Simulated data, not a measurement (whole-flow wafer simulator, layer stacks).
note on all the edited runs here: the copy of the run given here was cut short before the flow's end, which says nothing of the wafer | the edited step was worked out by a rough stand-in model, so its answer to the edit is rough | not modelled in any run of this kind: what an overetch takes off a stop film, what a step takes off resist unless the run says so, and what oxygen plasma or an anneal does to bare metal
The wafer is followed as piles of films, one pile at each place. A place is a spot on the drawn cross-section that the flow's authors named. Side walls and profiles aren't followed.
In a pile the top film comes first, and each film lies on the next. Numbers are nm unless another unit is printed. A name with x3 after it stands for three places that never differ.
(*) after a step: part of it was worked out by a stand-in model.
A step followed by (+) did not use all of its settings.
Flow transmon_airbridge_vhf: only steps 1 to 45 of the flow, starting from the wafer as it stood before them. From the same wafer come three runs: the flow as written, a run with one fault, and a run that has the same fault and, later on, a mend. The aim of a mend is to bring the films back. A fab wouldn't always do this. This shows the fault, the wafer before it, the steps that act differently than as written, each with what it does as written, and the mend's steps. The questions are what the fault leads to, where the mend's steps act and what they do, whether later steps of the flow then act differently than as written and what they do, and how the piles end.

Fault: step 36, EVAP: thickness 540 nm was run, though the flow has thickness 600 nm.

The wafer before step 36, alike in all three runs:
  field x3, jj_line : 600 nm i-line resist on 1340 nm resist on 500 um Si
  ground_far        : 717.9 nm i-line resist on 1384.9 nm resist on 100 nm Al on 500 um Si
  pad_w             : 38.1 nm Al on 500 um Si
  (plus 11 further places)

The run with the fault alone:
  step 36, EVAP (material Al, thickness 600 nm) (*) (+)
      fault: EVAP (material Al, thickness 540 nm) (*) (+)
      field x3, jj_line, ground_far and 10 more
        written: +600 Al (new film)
        fault: +540 Al (new film)
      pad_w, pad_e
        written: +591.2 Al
        fault: +532.1 Al
  Later steps of the flow acting differently than as written (2 more steps, not shown, differ only slightly: by at most 2% or 0.5 nm, whichever is larger):
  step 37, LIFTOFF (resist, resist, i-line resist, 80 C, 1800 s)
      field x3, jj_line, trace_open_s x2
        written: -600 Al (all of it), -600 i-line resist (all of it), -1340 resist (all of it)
        fault: -540 Al (all of it), -600 i-line resist (all of it), -1340 resist (all of it)
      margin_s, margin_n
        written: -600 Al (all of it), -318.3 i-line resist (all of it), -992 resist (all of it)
        fault: -540 Al (all of it), -318.3 i-line resist (all of it), -992 resist (all of it)
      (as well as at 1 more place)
  By the end, the piles at pad_w, flank_w, gap_w, cpw_trace, gap_e, flank_e, pad_e, bridge_strip depart from the flow's by more than 2% or 0.5 nm, whichever is larger.
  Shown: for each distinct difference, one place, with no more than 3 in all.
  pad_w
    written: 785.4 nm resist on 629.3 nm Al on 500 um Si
    fault: 792.8 nm resist on 570.2 nm Al on 500 um Si
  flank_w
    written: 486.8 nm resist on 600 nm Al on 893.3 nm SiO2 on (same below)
    fault: 490.2 nm resist on 540 nm Al on 893.3 nm SiO2 on (same below)
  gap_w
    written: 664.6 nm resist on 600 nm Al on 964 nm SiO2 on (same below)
    fault: 669.1 nm resist on 540 nm Al on 964 nm SiO2 on (same below)

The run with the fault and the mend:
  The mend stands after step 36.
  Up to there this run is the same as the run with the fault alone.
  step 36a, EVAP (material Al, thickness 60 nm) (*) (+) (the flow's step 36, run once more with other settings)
      field x3, jj_line, ground_far and 10 more
        +60 Al
      pad_w, pad_e
        +59.1 Al
  None of the later steps of the flow differs from how it acts as written, at any place that is followed, by more than 2% or 0.5 nm, whichever is larger.
  When the end is reached, the piles differ only a little from the flow's at the places that both follow, at most by 2% or 0.5 nm, whichever is larger.
